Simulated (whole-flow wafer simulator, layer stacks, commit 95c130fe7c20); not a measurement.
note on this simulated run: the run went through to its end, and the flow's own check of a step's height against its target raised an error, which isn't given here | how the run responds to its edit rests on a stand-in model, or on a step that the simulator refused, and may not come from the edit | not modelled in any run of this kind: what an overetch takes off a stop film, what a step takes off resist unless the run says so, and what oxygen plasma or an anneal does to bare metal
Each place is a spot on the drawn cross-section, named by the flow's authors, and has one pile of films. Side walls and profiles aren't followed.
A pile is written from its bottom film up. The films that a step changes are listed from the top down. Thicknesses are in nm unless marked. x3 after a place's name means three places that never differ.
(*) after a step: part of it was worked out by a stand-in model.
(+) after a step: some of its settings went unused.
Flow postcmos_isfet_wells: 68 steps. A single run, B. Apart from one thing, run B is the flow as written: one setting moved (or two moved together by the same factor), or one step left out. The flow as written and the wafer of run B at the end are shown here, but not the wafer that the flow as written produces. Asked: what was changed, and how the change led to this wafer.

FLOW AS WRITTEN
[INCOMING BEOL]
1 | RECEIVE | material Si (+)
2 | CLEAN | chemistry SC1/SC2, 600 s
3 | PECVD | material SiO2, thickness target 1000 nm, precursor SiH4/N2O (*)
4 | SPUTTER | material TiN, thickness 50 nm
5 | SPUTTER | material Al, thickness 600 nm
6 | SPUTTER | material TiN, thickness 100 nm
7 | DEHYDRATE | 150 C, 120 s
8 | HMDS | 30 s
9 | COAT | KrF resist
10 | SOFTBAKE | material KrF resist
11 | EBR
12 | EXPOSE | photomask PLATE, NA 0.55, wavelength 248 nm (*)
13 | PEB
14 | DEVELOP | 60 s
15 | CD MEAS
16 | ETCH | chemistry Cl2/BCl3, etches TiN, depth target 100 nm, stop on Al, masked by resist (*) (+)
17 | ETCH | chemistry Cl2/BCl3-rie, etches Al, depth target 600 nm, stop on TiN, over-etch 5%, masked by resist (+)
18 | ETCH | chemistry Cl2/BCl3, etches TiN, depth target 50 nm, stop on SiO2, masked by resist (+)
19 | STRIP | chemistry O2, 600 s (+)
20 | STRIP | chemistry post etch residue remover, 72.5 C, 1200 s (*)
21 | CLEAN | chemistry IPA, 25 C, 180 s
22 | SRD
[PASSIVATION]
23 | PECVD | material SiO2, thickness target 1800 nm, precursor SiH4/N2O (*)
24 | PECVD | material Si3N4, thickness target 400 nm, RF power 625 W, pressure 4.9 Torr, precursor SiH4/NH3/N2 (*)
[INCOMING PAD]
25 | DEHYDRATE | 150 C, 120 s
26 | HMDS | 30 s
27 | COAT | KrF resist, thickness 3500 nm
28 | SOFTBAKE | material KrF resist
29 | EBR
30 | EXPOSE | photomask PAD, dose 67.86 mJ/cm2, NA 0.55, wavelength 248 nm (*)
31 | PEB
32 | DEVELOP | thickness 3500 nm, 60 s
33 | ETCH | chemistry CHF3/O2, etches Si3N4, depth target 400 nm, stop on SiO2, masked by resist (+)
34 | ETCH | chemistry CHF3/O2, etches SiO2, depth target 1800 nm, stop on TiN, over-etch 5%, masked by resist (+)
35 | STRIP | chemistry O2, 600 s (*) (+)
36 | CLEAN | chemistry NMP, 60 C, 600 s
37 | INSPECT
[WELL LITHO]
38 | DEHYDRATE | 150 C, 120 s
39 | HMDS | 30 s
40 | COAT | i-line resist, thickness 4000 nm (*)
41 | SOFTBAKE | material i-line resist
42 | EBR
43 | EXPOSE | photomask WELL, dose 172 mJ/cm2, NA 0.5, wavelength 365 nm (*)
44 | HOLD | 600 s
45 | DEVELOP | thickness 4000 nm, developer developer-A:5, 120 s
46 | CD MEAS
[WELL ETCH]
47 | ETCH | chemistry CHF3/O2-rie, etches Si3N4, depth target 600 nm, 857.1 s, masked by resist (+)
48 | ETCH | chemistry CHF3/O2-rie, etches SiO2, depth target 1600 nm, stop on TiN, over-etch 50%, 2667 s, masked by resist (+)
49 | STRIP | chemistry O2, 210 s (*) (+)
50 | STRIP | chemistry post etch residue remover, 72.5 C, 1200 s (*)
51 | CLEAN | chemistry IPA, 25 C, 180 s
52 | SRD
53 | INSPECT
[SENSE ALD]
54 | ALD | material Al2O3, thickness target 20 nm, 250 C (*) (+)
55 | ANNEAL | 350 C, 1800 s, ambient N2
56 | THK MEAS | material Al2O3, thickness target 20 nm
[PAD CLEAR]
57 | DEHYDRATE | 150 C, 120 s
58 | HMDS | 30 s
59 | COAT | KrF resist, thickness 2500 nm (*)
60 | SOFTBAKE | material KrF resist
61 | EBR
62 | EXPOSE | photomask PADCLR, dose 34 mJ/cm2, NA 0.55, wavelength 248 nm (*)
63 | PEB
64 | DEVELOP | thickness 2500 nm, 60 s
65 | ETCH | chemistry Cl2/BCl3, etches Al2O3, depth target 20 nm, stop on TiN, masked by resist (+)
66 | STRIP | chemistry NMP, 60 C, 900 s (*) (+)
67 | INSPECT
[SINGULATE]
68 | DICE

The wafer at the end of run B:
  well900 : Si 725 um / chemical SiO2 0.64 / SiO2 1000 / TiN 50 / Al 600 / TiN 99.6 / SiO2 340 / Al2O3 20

The reason: step 48, ETCH: depth target 840 nm was run, while the flow as written has depth target 1600 nm; step 48, ETCH: 1400 s was run, where the flow has 2667 s.

The path from the change to this, step by step:
  48 | ETCH | chemistry CHF3/O2-rie, etches SiO2, depth target 1600 nm, stop on TiN, over-etch 50%, 2667 s, masked by resist (+)
      well900, well1300 x3: -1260 SiO2 (in the flow as written it would be: -1600 SiO2 (all of it))
      field, margin, pad_rim, pad_clr, pad_open: -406 i-line resist (in the flow as written it would be: -773.3 i-line resist)
  49 | STRIP | chemistry O2, 210 s (*) (+)
      field, margin, pad_rim: -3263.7 i-line resist (all of it) (in the flow as written it would be: -2896.3 i-line resist (all of it))
      pad_clr: -2363.8 i-line resist (all of it) (in the flow as written it would be: -1996.5 i-line resist (all of it))
      (and at 1 other place as well)
  59 | COAT | KrF resist, thickness 2500 nm (*)
      field: +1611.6 KrF resist (new film) (in the flow as written it would be: +1449 KrF resist (new film))
      margin: +1611.5 KrF resist (new film) (in the flow as written it would be: +1448.9 KrF resist (new film))
  63 | PEB
      field, margin: -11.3 KrF resist (in the flow as written it would be: -10.1 KrF resist)
  66 | STRIP | chemistry NMP, 60 C, 900 s (*) (+)
      field: -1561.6 KrF resist (all of it) (in the flow as written it would be: -1400.1 KrF resist (all of it))
      margin: -1561.5 KrF resist (all of it) (in the flow as written it would be: -1400.1 KrF resist (all of it))
